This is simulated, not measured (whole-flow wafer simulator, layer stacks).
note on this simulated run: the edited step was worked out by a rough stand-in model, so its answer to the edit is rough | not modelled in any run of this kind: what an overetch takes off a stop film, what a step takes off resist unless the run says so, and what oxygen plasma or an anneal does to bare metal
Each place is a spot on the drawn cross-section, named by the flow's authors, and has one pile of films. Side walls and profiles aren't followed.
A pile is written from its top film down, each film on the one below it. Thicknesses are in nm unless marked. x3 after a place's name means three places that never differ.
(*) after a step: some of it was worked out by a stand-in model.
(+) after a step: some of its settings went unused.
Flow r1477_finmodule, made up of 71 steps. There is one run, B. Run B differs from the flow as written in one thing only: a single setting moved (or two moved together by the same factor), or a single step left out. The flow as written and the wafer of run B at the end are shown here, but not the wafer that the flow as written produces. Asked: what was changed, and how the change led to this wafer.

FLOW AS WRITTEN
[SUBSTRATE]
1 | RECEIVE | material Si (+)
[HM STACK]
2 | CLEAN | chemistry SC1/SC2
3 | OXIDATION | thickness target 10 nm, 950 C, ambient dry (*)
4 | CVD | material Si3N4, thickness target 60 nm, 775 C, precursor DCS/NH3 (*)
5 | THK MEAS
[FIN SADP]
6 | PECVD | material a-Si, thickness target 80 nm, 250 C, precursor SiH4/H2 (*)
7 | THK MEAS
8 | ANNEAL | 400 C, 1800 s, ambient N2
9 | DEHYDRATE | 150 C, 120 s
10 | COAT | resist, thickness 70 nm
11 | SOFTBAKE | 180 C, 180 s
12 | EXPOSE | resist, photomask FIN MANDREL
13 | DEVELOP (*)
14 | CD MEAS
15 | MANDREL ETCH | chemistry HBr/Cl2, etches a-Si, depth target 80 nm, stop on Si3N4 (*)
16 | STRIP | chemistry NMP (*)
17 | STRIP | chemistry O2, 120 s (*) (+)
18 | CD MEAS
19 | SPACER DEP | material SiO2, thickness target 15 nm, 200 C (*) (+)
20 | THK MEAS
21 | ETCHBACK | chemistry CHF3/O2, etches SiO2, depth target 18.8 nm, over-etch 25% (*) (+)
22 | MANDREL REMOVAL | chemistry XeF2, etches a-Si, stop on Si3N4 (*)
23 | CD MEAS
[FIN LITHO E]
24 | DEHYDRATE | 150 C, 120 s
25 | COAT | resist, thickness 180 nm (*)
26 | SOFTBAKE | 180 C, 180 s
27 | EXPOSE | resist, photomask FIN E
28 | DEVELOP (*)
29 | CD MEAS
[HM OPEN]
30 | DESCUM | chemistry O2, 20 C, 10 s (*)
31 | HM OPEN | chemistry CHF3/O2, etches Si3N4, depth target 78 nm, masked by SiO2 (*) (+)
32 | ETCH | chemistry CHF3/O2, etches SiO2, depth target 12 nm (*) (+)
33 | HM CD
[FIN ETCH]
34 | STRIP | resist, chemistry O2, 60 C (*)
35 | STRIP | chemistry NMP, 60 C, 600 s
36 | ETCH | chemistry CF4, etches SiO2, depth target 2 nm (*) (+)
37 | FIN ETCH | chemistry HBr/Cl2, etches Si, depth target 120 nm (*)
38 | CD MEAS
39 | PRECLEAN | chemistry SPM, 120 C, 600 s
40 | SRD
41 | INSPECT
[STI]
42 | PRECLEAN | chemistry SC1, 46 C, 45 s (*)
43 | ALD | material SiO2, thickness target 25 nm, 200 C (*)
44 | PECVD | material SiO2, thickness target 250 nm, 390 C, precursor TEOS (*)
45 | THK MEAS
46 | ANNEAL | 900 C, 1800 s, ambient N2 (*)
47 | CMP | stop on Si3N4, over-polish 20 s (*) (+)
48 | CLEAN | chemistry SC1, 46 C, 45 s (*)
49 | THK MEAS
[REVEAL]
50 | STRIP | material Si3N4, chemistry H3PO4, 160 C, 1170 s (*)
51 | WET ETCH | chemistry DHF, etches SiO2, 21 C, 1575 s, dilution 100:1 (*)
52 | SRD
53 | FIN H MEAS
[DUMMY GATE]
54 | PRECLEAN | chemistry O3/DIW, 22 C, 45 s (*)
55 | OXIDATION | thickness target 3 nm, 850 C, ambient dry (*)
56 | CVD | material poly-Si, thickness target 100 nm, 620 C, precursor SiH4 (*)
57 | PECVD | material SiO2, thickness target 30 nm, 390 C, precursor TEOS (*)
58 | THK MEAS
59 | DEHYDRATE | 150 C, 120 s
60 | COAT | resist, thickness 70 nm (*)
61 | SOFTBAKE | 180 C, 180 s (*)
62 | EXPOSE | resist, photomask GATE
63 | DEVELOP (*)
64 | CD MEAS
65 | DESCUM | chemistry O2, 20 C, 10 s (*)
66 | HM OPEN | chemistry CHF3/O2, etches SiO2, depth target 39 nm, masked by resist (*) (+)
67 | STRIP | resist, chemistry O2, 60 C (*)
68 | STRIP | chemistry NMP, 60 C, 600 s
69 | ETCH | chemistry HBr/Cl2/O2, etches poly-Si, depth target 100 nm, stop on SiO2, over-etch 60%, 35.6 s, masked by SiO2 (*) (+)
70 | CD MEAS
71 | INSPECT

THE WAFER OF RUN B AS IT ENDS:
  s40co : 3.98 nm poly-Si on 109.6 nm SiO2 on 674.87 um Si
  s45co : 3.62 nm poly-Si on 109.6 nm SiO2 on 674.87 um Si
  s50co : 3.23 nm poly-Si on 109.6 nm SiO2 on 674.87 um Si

What caused this: step 56, CVD: thickness target 151.8 nm was run, whereas the flow has thickness target 100 nm.

Step by step, how the change led to this:
  56 | CVD | material poly-Si, thickness target 100 nm, 620 C, precursor SiH4 (*)
      pad, padg, elg and 26 more: +151.8 poly-Si (new film) (as written it would have been: +100 poly-Si (new film))
      s40cg, s40co: +166.4 poly-Si (new film) (as written it would have been: +113.9 poly-Si (new film))
      (also at 5 further places)
  67 | STRIP | resist, chemistry O2, 60 C (*)
      s40cg: -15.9 resist (all of it) (as written it would have been: -16.5 resist (all of it))
      s45cg: -16.2 resist (all of it) (as written it would have been: -16.9 resist (all of it))
      (also at 1 further place)
  69 | ETCH | chemistry HBr/Cl2/O2, etches poly-Si, depth target 100 nm, stop on SiO2, over-etch 60%, 35.6 s, masked by SiO2 (*) (+)
      pad, eso, e40so, e100so, e200so, s40so, s45so, s50so: -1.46 chemical SiO2 (all of it), -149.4 poly-Si (all of it) (as written it would have been: -1.46 chemical SiO2 (all of it), -97.6 poly-Si (all of it), -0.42 SiO2)
      elo, e40lo, e100lo, e200lo: -1.46 chemical SiO2 (all of it), -149.4 poly-Si (all of it) (as written it would have been: -1.46 chemical SiO2 (all of it), -97.6 poly-Si (all of it), -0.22 Si3N4)
      (also at 6 further places)
